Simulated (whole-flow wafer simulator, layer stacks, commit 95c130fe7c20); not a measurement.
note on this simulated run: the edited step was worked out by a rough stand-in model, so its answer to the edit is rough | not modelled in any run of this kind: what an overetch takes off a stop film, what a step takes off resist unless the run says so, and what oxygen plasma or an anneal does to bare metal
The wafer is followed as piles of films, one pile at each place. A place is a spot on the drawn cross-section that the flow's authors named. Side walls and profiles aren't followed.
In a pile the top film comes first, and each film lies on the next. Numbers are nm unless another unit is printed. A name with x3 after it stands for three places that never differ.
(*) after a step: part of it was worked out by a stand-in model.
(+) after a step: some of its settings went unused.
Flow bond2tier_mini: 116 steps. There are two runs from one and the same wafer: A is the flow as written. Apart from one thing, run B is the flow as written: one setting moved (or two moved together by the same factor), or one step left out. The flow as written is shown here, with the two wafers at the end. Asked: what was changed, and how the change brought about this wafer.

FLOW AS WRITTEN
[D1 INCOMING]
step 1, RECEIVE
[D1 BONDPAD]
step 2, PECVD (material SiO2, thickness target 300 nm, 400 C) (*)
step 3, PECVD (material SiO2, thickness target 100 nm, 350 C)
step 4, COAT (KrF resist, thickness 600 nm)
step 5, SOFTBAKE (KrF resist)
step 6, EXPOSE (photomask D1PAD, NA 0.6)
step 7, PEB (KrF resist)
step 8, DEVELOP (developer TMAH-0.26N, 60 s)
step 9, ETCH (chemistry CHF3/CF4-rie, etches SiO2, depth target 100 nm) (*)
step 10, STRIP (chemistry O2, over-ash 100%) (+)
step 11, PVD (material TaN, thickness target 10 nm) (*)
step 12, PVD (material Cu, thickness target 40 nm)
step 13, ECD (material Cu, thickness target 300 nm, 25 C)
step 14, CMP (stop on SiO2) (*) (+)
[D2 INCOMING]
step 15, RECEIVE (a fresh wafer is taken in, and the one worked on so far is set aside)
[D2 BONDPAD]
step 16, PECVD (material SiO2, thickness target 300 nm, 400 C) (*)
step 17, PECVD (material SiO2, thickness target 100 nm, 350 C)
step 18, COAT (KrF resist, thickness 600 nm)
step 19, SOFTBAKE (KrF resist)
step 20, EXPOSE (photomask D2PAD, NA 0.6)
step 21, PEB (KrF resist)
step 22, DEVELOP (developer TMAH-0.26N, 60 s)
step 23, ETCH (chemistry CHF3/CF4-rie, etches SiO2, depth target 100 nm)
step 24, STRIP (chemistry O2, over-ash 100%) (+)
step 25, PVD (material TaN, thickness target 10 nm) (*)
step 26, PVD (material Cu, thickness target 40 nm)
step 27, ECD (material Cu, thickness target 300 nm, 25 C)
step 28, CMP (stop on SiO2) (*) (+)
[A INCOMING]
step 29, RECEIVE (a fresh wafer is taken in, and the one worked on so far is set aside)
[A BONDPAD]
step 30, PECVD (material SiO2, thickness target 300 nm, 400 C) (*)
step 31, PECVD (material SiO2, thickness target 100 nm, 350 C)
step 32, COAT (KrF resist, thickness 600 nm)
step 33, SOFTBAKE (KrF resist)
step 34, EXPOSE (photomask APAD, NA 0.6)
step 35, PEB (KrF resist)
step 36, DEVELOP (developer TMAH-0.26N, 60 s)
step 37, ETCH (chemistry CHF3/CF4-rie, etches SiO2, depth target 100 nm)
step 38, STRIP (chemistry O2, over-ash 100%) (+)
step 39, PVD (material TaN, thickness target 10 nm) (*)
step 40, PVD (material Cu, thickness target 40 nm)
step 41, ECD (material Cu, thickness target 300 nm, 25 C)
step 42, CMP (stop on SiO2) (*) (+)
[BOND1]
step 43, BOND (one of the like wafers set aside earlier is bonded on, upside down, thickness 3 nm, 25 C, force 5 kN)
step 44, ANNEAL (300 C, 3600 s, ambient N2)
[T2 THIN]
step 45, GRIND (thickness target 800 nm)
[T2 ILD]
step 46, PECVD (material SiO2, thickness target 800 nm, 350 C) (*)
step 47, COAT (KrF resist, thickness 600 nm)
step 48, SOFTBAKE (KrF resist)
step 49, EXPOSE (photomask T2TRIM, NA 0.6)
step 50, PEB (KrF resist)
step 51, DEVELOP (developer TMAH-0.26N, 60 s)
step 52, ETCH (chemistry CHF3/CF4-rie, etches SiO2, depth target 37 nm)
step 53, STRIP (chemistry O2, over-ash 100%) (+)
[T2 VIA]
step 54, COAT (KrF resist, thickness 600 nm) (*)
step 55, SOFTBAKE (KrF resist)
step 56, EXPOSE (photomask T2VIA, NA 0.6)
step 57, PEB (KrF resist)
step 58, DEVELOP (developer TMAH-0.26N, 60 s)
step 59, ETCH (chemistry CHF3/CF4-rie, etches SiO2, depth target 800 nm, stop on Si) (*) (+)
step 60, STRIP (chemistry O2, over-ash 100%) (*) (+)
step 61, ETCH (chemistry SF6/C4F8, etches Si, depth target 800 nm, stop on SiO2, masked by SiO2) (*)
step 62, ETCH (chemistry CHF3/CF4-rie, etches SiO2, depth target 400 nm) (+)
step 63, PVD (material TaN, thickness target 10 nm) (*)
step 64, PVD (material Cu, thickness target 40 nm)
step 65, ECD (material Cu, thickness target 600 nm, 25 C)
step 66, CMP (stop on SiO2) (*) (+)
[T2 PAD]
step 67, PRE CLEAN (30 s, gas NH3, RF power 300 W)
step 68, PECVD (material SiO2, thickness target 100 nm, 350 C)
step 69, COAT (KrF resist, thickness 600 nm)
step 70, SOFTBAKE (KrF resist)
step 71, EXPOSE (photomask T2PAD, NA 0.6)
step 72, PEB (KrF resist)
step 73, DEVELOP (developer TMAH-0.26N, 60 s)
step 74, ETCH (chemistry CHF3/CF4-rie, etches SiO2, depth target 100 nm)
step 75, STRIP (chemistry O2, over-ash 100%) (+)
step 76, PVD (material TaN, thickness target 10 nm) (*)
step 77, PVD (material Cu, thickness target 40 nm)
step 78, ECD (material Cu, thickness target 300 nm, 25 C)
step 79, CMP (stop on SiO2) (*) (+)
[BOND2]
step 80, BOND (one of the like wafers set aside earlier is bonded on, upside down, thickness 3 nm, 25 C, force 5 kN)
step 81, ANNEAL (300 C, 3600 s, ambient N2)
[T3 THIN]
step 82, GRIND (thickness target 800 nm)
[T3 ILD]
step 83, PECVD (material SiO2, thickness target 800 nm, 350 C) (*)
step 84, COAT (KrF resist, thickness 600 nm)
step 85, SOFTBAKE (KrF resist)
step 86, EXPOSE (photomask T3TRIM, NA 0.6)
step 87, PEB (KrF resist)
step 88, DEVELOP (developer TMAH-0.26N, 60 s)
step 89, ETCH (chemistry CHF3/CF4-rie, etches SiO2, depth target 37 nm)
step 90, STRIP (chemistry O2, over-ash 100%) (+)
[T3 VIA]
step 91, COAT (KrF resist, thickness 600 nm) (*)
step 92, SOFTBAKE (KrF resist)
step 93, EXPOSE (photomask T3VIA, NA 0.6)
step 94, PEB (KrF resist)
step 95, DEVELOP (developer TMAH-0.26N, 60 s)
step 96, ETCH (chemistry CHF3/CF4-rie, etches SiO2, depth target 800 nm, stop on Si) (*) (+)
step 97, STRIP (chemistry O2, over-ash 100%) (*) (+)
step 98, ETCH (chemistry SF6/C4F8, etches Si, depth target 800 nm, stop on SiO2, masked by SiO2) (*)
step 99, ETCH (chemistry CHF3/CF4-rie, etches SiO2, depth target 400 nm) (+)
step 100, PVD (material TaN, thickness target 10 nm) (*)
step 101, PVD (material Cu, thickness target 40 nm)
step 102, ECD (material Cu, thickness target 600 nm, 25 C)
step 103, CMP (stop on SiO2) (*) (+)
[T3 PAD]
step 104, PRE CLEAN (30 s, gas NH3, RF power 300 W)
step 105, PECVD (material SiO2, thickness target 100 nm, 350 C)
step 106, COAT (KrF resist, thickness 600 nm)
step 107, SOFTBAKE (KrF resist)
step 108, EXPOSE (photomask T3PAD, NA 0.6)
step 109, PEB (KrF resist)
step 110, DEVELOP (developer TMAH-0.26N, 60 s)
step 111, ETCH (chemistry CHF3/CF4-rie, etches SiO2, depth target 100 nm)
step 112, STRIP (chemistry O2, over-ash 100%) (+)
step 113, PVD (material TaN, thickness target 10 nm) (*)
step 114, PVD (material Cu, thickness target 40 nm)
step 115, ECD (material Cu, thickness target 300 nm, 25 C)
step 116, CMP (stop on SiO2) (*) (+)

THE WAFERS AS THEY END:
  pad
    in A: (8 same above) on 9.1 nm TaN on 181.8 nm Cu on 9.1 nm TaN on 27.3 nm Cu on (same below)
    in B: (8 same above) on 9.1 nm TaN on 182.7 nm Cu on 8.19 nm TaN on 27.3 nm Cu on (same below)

What caused this: step 76, PVD: thickness target 9 nm was run, while the flow as written has thickness target 10 nm.

How this came from the change, step by step:
  step 76, PVD (material TaN, thickness target 10 nm) (*)
      field: A TaN gains 10 (new film) | B TaN gains 9 (new film)
      pad: A TaN gains 9.1 (new film) | B TaN gains 8.19 (new film)
  step 79, CMP (stop on SiO2) (*) (+)
      field: A Cu loses 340 (all of it), TaN loses 10 (all of it) | B Cu loses 340 (all of it), TaN loses 9 (all of it)
